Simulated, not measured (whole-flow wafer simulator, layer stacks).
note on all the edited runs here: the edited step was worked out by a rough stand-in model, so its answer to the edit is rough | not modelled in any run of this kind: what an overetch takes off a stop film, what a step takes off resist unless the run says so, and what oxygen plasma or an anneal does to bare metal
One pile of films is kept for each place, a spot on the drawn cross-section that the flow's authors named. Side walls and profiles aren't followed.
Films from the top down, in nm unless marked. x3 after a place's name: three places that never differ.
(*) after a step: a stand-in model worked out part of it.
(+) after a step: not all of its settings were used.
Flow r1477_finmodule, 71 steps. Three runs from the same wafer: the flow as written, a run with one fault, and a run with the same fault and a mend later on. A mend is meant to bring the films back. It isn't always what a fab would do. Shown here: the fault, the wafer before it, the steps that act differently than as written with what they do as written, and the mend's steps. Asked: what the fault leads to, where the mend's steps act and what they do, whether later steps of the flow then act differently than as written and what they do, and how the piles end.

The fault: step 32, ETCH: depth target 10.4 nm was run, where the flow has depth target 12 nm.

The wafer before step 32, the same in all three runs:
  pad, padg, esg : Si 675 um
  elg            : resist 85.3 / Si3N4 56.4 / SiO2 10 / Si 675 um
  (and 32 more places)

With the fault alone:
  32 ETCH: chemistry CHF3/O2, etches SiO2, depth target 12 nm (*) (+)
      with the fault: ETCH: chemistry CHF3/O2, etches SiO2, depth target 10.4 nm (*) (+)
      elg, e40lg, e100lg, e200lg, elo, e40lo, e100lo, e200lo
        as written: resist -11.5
        with the fault: resist -9.97
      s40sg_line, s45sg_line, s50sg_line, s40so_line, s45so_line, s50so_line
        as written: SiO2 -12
        with the fault: SiO2 -10.4
  No later step of the flow acts differently than as written, at any place that is followed, by more than 2% or 0.5 nm, whichever is larger.
  At the end the piles differ from the flow's only slightly at the places that both follow, by at most 2% or 0.5 nm, whichever is larger.

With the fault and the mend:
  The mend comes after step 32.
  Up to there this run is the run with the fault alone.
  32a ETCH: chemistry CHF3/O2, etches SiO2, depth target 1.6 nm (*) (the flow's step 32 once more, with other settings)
      pad, padg, e40sg and 11 more
        Si -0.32
      elg, e40lg, e100lg, e200lg, elo, e40lo, e100lo, e200lo
        resist -1.53
      s40cg, s45cg, s50cg, s40co, s45co, s50co
        Si -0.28
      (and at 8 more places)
  No later step of the flow acts differently than as written, at any place that is followed, by more than 2% or 0.5 nm, whichever is larger.
  At the end the piles differ from the flow's only slightly at the places that both follow, by at most 2% or 0.5 nm, whichever is larger.
